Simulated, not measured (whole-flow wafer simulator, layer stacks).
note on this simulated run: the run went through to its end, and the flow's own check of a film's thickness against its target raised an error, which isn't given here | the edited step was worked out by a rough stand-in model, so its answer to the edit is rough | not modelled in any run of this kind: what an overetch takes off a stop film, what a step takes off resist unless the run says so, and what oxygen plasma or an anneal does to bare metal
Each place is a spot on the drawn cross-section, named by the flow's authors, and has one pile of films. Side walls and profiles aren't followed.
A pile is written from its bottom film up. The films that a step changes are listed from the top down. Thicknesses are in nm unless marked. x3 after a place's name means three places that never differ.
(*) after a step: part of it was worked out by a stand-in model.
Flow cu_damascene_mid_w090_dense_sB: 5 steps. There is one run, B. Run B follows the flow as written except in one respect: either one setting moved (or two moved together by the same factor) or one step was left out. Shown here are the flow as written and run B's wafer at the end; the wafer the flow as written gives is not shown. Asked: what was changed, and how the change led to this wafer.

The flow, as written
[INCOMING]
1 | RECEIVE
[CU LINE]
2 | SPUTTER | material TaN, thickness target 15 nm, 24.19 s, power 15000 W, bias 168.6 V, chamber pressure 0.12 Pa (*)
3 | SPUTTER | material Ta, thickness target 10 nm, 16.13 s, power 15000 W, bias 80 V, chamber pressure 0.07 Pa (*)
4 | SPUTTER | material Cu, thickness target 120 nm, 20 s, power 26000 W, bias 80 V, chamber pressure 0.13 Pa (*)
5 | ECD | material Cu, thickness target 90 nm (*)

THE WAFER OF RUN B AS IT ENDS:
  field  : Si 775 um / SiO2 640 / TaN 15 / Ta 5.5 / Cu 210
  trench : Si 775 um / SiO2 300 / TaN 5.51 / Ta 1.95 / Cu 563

What caused this: step 3, SPUTTER: thickness target 5.5 nm was run, though the flow has thickness target 10 nm; step 3, SPUTTER: 8.87 s was run, where the flow has 16.13 s.
The wafer lets one read it off: field has Ta 5.5, and step 3 as written asks for 10 nm.

The path from the change to this, step by step:
  3 | SPUTTER | material Ta, thickness target 10 nm, 16.13 s, power 15000 W, bias 80 V, chamber pressure 0.07 Pa (*)
      field: +5.5 Ta (new film) (as written it would have been: +10 Ta (new film))
      trench: +1.95 Ta (new film) (as written it would have been: +3.55 Ta (new film))
